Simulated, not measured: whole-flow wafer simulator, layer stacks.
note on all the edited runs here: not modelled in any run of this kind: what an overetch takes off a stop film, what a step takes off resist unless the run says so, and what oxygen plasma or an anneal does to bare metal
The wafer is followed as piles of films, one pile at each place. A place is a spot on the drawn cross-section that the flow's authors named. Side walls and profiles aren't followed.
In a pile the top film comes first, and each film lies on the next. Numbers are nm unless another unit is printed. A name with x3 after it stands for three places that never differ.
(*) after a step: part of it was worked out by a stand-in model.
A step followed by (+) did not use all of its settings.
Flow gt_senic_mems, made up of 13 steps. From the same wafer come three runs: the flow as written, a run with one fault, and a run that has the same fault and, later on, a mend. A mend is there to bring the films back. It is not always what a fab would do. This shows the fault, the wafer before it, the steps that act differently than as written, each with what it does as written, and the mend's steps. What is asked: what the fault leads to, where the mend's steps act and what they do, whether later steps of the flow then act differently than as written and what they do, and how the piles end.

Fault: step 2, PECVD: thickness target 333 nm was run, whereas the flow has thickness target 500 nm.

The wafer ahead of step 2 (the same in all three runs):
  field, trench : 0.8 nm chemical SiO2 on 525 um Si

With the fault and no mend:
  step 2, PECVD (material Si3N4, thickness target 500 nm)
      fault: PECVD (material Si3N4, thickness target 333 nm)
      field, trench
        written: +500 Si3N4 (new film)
        fault: +333 Si3N4 (new film)
  Later steps of the flow acting differently than as written (not shown: 2 more steps that differ only slightly, by at most 2% or 0.5 nm, whichever is larger):
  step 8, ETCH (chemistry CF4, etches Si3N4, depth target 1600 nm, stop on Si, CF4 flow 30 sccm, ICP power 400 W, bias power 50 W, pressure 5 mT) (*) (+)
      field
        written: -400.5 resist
        fault: -289.2 resist
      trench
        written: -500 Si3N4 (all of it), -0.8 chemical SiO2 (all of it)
        fault: -333 Si3N4 (all of it), -0.8 chemical SiO2 (all of it)
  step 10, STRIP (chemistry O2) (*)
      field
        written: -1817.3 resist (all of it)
        fault: -1928.6 resist (all of it)
  By the end, the piles at field depart from the flow's by more than 2% or 0.5 nm, whichever is larger.
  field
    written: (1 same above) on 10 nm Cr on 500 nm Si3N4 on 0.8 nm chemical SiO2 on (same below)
    fault: (1 same above) on 10 nm Cr on 333 nm Si3N4 on 0.8 nm chemical SiO2 on (same below)

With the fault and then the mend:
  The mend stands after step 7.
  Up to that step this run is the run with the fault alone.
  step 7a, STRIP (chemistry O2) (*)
      field
        -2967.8 resist (all of it)
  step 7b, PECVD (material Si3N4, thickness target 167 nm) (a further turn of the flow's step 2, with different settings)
      field, trench
        +167 Si3N4
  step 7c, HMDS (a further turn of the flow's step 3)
      leaves every film unchanged at each place that is followed
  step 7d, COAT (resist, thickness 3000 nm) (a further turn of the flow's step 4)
      field, trench
        +3000 resist (new film)
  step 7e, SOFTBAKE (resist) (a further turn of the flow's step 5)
      leaves every film unchanged at each place that is followed
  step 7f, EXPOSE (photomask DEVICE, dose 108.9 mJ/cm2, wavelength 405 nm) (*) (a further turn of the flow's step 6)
      leaves every film unchanged at each place that is followed
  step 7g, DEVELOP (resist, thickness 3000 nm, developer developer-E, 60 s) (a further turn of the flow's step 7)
      field
        -32.2 resist
      trench
        -3000 resist (all of it)
  None of the later steps of the flow acts differently than as written at any place that is followed.
  At every place that both follow, the piles at the end match the flow's.
